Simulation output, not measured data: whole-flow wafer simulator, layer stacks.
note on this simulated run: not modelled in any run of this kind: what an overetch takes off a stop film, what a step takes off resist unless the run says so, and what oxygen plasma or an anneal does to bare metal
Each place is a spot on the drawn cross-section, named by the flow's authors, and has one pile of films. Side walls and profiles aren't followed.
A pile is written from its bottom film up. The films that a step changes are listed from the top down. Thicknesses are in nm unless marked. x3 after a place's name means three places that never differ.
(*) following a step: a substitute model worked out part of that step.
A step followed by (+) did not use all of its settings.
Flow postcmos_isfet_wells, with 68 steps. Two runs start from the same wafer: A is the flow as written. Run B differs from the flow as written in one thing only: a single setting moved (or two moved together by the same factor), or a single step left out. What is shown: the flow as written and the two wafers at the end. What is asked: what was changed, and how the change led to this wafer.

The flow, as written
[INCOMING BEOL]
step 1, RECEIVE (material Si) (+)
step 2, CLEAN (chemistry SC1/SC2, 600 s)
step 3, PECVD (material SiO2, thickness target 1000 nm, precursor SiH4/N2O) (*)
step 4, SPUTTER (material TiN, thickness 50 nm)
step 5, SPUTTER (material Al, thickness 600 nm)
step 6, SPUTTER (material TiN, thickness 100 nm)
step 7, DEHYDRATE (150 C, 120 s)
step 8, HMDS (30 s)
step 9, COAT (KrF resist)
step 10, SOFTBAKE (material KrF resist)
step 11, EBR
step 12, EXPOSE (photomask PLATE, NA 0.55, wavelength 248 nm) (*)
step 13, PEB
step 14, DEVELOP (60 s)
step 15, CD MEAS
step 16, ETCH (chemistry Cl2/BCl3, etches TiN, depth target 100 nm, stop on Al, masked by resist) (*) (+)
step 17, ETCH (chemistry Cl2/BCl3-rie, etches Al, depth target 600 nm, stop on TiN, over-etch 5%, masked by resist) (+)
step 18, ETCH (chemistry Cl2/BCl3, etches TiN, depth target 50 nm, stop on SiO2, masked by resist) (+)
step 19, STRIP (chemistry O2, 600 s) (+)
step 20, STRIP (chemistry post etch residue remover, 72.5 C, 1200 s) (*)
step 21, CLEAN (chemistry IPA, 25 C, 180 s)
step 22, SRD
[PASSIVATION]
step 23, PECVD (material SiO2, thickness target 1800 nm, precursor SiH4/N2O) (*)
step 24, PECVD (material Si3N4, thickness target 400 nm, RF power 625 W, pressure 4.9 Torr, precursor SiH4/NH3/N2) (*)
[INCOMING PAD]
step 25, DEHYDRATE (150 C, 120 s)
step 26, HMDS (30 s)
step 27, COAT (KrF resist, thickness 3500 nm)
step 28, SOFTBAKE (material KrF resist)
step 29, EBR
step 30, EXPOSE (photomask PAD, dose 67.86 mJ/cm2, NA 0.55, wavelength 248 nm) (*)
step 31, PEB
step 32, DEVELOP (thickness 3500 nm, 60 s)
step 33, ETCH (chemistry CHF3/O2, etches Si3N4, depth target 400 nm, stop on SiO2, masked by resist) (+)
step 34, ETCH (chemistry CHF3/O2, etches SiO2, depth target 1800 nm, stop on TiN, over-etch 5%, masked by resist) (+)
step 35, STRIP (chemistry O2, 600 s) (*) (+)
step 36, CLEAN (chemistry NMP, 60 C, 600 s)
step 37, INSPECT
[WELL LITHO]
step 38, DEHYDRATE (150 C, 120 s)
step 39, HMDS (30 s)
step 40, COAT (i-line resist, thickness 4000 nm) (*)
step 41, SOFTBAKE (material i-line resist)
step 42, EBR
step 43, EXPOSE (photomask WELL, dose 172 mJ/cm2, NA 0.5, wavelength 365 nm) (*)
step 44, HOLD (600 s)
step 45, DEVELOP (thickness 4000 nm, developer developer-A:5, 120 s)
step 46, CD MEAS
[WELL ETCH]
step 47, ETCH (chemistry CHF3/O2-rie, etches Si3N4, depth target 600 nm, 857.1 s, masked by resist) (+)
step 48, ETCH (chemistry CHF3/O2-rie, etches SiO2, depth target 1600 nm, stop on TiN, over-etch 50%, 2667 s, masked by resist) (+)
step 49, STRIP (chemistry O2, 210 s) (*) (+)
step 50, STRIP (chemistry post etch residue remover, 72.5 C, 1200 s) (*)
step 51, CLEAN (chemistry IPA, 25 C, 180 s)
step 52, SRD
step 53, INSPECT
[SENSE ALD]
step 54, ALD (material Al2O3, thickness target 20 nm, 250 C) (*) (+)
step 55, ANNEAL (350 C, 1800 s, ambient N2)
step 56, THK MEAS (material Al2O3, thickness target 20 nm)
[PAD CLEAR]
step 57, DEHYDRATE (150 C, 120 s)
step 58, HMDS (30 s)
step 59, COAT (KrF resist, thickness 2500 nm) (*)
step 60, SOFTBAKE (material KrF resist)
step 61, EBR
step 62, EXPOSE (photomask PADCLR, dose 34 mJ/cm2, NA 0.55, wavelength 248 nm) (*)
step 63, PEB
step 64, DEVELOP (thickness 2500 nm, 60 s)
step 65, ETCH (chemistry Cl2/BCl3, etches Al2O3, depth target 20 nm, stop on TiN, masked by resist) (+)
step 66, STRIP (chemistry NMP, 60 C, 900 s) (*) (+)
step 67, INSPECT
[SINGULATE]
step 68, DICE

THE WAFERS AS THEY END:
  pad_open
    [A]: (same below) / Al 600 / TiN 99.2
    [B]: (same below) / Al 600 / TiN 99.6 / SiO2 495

What caused this: step 34, ETCH: depth target 1305 nm was run, whereas the flow has depth target 1800 nm.

How this came from the change, step by step:
  step 34, ETCH (chemistry CHF3/O2, etches SiO2, depth target 1800 nm, stop on TiN, over-etch 5%, masked by resist) (+)
      pad_open: A -1800 SiO2 (all of it) | B -1305 SiO2
      field, margin, well900, well1300 x3, pad_rim, pad_clr: A -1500 KrF resist | B -1087.5 KrF resist
  step 35, STRIP (chemistry O2, 600 s) (*) (+)
      field, margin, well900, well1300 x3, pad_rim, pad_clr: A -1613.3 KrF resist (all of it) | B -2025.8 KrF resist (all of it)
  step 40, COAT (i-line resist, thickness 4000 nm) (*)
      pad_clr: A +3256.8 i-line resist (new film) | B +3413.4 i-line resist (new film)
      pad_open: A +4804.7 i-line resist (new film) | B +4626.3 i-line resist (new film)
  step 41, SOFTBAKE (material i-line resist)
      pad_clr: A -156.7 i-line resist | B -109.3 i-line resist
      pad_open: A +115.3 i-line resist | B +92.5 i-line resist
  step 49, STRIP (chemistry O2, 210 s) (*) (+)
      pad_clr: A -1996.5 i-line resist (all of it) | B -2200.5 i-line resist (all of it)
      pad_open: A -3816.3 i-line resist (all of it) | B -3615.2 i-line resist (all of it)
  step 59, COAT (KrF resist, thickness 2500 nm) (*)
      pad_rim: A +1976.4 KrF resist (new film) | B +2089.5 KrF resist (new film)
      pad_clr: A +1691.6 KrF resist (new film) | B +1859.6 KrF resist (new film)
      (also at 1 further place)
  step 60, SOFTBAKE (material KrF resist)
      pad_clr: A -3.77 KrF resist | B -3.01 KrF resist
  step 63, PEB
      pad_rim: A -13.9 KrF resist | B -14.7 KrF resist
      pad_clr: A -11.8 KrF resist | B -13 KrF resist
      (also at 1 further place)
  step 64, DEVELOP (thickness 2500 nm, 60 s)
      pad_clr: A -1676 KrF resist (all of it) | B -1843.6 KrF resist (all of it)
      pad_open: A -3045.1 KrF resist (all of it) | B -2921 KrF resist (all of it)
  step 66, STRIP (chemistry NMP, 60 C, 900 s) (*) (+)
      pad_rim: A -1923.7 KrF resist (all of it) | B -2035.8 KrF resist (all of it)
